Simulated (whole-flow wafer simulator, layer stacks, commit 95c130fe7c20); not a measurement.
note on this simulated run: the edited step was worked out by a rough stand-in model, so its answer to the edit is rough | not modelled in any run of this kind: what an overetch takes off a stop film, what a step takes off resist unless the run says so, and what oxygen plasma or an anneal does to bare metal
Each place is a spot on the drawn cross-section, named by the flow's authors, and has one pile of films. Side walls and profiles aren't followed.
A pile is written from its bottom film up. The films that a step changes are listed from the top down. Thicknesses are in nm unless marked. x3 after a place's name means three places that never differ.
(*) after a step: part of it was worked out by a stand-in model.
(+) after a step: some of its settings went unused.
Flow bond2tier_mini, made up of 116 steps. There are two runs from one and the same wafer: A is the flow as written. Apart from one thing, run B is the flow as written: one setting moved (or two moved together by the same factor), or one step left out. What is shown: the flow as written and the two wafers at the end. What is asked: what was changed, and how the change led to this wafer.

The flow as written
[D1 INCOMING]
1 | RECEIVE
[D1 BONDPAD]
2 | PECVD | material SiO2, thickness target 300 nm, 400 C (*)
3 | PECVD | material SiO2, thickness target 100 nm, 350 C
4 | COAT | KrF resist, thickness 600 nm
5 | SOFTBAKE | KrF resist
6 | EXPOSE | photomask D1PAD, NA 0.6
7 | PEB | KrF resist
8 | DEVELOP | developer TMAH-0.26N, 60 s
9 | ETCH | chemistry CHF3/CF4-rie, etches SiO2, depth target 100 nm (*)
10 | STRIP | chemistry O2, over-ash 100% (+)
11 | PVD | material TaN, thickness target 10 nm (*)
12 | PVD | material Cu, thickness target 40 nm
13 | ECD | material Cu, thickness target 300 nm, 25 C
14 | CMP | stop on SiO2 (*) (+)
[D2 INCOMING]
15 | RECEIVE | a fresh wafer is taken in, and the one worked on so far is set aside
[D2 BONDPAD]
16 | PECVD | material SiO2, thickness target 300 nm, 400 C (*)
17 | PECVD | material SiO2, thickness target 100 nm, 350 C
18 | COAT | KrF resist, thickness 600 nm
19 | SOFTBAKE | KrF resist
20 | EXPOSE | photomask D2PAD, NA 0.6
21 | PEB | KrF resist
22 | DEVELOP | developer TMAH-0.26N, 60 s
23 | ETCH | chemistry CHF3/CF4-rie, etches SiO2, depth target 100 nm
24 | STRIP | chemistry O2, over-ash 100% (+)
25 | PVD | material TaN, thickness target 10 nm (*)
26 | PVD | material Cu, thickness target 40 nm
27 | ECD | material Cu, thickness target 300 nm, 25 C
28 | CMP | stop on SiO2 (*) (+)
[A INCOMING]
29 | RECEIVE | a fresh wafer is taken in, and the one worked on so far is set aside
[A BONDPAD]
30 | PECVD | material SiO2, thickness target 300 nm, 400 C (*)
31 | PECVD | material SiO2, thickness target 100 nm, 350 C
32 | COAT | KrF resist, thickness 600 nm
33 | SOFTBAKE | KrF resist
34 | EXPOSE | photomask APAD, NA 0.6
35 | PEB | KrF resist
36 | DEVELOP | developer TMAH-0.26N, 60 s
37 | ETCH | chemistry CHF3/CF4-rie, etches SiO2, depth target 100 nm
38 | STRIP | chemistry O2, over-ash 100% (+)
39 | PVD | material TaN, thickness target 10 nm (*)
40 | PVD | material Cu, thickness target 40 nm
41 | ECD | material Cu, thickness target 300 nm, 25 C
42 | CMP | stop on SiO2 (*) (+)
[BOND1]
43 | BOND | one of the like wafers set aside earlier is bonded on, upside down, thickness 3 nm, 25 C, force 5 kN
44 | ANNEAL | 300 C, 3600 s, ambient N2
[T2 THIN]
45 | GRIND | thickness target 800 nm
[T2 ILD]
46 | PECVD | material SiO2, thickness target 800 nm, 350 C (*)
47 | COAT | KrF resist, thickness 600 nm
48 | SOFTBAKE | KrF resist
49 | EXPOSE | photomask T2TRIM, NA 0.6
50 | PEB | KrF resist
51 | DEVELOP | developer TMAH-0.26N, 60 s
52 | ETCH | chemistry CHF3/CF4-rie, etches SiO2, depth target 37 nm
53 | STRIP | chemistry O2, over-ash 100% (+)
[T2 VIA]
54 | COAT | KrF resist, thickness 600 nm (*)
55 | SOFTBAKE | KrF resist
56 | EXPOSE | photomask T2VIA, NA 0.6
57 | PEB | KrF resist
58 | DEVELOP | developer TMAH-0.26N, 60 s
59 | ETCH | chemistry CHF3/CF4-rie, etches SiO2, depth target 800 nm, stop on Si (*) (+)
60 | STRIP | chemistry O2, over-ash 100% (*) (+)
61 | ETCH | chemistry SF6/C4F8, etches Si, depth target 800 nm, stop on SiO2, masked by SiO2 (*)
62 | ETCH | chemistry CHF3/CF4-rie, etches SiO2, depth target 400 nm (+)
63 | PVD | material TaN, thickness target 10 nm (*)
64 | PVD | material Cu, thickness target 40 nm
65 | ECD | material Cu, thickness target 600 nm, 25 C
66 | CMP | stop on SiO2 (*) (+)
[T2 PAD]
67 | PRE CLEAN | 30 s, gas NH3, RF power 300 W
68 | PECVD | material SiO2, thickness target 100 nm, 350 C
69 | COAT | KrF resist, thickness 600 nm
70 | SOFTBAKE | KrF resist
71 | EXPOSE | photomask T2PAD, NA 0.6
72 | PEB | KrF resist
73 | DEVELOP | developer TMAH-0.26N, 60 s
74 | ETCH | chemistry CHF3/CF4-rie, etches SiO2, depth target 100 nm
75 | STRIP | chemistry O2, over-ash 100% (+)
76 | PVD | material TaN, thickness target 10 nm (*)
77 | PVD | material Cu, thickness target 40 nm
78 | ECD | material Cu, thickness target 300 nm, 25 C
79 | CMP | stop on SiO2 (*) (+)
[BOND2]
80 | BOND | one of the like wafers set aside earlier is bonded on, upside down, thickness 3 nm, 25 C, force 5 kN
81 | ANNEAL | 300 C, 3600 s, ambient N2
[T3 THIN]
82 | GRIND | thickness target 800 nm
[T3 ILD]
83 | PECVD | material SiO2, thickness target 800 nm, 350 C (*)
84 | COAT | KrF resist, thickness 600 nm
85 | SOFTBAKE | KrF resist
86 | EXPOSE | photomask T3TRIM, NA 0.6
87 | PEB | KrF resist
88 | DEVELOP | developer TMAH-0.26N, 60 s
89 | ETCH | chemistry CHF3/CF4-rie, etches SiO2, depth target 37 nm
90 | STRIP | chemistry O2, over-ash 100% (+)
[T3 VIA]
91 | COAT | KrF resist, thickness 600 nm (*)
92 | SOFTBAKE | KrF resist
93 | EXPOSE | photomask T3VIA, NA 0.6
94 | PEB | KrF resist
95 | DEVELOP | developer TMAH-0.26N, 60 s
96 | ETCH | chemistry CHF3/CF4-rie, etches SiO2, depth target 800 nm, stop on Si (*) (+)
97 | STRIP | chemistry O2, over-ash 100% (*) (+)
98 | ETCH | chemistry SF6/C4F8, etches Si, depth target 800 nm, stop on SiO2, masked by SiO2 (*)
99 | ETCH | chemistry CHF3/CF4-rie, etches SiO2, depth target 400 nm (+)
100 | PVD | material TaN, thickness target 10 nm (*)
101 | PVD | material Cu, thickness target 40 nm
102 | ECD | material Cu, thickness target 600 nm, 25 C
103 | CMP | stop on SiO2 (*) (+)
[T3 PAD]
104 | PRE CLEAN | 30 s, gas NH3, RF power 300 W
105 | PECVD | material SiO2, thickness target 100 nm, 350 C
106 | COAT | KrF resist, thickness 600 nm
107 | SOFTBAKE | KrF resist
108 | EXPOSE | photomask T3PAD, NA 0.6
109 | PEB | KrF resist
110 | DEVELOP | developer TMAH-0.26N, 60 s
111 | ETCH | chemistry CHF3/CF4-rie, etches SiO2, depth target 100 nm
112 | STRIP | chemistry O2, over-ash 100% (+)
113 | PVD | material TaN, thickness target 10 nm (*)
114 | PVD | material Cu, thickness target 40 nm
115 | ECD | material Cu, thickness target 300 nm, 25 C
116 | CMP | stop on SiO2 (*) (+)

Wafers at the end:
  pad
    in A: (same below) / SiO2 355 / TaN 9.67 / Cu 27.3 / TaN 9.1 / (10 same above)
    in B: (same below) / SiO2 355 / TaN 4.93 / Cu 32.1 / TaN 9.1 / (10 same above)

What caused this: step 63, PVD: thickness target 5.1 nm was run, while the flow as written has thickness target 10 nm.

How this came from the change, step by step:
  63 | PVD | material TaN, thickness target 10 nm (*)
      field: A +10 TaN (new film) | B +5.1 TaN (new film)
      pad: A +9.67 TaN (new film) | B +4.93 TaN (new film)
  66 | CMP | stop on SiO2 (*) (+)
      field: A -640 Cu (all of it), -10 TaN (all of it) | B -640 Cu (all of it), -5.1 TaN (all of it)
